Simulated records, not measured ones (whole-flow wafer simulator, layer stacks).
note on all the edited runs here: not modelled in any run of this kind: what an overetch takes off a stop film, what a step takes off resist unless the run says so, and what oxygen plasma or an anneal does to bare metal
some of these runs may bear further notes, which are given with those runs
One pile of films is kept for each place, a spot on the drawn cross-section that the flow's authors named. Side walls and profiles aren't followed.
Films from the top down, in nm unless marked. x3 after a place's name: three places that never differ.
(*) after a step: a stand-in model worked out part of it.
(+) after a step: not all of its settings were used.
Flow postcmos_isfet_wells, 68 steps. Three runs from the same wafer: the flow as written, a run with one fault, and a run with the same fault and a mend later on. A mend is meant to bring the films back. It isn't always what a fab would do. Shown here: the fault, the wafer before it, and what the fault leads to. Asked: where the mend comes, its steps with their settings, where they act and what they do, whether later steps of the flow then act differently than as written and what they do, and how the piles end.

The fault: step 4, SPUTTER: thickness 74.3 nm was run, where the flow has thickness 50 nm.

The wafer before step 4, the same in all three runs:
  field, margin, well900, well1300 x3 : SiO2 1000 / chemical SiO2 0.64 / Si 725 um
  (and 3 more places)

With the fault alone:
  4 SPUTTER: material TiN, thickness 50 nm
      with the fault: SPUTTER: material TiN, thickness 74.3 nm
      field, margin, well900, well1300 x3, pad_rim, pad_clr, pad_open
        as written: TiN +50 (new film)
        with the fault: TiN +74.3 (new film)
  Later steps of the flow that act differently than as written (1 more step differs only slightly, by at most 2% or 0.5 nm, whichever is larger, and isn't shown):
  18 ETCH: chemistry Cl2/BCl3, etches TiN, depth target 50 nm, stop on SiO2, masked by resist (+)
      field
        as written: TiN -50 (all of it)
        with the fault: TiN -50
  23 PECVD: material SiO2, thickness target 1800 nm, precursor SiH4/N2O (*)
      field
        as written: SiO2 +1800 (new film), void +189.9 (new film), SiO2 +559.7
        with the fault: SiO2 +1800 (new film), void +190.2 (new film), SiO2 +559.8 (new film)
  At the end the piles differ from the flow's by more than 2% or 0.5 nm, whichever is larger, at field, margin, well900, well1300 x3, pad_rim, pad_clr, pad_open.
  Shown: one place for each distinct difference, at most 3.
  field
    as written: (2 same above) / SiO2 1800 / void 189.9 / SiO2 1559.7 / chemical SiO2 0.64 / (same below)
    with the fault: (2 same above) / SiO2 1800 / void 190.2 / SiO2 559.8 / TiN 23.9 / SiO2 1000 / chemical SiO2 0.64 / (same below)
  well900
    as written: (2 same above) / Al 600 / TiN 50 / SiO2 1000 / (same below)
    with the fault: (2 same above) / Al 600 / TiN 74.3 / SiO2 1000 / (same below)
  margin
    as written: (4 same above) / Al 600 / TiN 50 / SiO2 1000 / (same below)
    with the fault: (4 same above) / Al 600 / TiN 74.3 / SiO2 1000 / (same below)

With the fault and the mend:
  The mend comes after step 4.
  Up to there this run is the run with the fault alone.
  4a ETCH: chemistry peroxide tin strip, depth target 85.44 nm
      field, margin, well900, well1300 x3, pad_rim, pad_clr, pad_open
        TiN -74.3 (all of it)
  4b SPUTTER: material TiN, thickness 50 nm (the flow's step 4 once more)
      field, margin, well900, well1300 x3, pad_rim, pad_clr, pad_open
        TiN +50 (new film)
  No later step of the flow acts differently than as written at any place that is followed.
  At the end the piles are the same as the flow's at every place that both follow.
